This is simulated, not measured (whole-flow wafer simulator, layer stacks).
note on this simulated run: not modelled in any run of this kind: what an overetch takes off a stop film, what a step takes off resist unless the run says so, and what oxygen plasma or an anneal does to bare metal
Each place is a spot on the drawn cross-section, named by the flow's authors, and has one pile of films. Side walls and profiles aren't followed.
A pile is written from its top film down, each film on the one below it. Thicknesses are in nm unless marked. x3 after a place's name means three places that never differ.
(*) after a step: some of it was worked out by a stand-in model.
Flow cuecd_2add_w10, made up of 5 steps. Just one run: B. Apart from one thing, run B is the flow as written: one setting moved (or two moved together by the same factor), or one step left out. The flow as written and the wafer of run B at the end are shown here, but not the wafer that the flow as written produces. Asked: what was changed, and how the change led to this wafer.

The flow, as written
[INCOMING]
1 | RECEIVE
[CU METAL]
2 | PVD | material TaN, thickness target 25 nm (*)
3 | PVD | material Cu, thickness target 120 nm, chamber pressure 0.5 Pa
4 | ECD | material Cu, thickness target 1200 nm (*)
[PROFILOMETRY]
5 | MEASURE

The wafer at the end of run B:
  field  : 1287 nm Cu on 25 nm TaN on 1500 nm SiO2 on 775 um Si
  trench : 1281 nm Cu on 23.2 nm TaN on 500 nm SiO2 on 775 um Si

Cause: step 3, PVD: thickness target 87 nm was run, while the flow as written has thickness target 120 nm.

The path from the change to this, step by step:
  3 | PVD | material Cu, thickness target 120 nm, chamber pressure 0.5 Pa
      field: Cu gains 87 (new film) (it would be, as written: Cu gains 120 (new film))
      trench: Cu gains 81 (new film) (it would be, as written: Cu gains 111.8 (new film))
